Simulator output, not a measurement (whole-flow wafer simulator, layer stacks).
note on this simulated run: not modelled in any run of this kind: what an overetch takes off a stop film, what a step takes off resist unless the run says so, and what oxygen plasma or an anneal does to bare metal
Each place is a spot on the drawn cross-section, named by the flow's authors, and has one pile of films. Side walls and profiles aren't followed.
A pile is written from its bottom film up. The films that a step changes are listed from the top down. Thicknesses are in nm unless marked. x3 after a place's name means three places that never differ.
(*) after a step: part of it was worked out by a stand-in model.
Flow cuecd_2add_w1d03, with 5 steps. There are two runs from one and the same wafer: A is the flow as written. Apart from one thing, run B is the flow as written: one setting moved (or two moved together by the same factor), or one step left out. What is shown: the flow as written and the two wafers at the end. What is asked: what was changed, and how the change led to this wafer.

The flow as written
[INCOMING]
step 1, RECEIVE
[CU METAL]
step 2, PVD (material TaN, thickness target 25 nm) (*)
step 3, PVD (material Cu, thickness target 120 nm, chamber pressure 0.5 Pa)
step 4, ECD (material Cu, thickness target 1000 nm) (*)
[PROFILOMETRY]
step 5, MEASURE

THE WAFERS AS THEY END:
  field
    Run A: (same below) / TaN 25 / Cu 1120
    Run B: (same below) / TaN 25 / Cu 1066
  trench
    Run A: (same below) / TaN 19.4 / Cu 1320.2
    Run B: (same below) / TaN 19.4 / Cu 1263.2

The reason: step 3, PVD: thickness target 66 nm was run, while the flow as written has thickness target 120 nm.

The path from the change to this, step by step:
  step 3, PVD (material Cu, thickness target 120 nm, chamber pressure 0.5 Pa)
      field: A Cu gains 120 (new film) | B Cu gains 66 (new film)
      trench: A Cu gains 93.4 (new film) | B Cu gains 51.4 (new film)
